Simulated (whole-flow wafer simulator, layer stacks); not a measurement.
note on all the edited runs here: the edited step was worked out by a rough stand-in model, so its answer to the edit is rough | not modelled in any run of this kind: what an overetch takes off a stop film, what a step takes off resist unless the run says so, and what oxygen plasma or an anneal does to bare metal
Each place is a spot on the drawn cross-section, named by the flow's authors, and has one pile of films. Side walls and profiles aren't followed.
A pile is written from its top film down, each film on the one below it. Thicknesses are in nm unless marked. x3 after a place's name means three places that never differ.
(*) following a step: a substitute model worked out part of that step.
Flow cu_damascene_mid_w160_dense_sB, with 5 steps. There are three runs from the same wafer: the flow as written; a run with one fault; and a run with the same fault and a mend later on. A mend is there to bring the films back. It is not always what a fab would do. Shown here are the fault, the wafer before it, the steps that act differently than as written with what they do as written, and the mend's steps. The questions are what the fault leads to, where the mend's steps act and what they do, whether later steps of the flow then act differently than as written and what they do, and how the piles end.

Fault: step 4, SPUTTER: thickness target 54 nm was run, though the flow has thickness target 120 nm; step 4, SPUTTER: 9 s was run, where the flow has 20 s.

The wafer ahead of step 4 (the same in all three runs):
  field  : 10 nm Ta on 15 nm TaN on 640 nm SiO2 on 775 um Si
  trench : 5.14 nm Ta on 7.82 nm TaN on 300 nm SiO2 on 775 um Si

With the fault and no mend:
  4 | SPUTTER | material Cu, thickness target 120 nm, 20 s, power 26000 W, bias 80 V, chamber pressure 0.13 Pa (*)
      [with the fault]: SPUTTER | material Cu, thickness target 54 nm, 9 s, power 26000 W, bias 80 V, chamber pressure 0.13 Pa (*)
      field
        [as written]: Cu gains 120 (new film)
        [with the fault]: Cu gains 54 (new film)
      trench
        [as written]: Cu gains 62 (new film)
        [with the fault]: Cu gains 27.9 (new film)
  Steps later in the flow that act otherwise than as written:
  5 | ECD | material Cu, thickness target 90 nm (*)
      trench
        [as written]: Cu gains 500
        [with the fault]: Cu gains 468.1
  By the end, the piles at field, trench depart from the flow's by more than 2% or 0.5 nm, whichever is larger.
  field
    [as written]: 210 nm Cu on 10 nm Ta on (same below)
    [with the fault]: 144 nm Cu on 10 nm Ta on (same below)
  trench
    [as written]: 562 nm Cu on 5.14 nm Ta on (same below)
    [with the fault]: 496 nm Cu on 5.14 nm Ta on (same below)

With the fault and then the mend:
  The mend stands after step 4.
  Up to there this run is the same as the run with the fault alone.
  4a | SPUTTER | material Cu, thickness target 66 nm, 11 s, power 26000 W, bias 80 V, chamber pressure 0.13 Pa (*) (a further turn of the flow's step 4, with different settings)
      field
        Cu gains 66
      trench
        Cu gains 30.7
  Every later step of the flow that is run acts as written, at every place that is followed, to within 2% or 0.5 nm, whichever is larger.
  The piles end the same as the flow's at every place that both follow.
